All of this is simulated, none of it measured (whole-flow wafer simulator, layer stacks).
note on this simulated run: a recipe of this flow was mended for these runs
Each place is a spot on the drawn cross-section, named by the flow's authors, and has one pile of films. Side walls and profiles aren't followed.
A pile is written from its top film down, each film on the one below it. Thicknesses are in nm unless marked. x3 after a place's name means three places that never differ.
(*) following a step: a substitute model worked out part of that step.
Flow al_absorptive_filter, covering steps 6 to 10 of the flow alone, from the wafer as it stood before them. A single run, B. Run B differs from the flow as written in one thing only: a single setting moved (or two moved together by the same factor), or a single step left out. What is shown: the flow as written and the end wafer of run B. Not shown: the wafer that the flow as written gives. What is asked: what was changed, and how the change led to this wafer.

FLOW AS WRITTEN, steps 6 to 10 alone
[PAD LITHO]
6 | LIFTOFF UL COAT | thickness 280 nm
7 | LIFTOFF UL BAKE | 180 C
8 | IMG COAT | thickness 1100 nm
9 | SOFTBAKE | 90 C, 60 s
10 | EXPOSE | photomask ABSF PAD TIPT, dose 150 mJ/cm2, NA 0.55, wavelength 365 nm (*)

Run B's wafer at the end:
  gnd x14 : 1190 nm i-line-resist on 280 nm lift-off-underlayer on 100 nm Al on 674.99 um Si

What caused this: step 8, IMG COAT: thickness 1190 nm was run, while the flow as written has thickness 1100 nm.
One can read it off the wafer: gnd x14 has i-line-resist 1190, and step 8 as written asks for 1100 nm.

How this came from the change, step by step:
  8 | IMG COAT | thickness 1100 nm
      gnd x14: +1190 i-line-resist (new film) (it would be, as written: +1100 i-line-resist (new film))
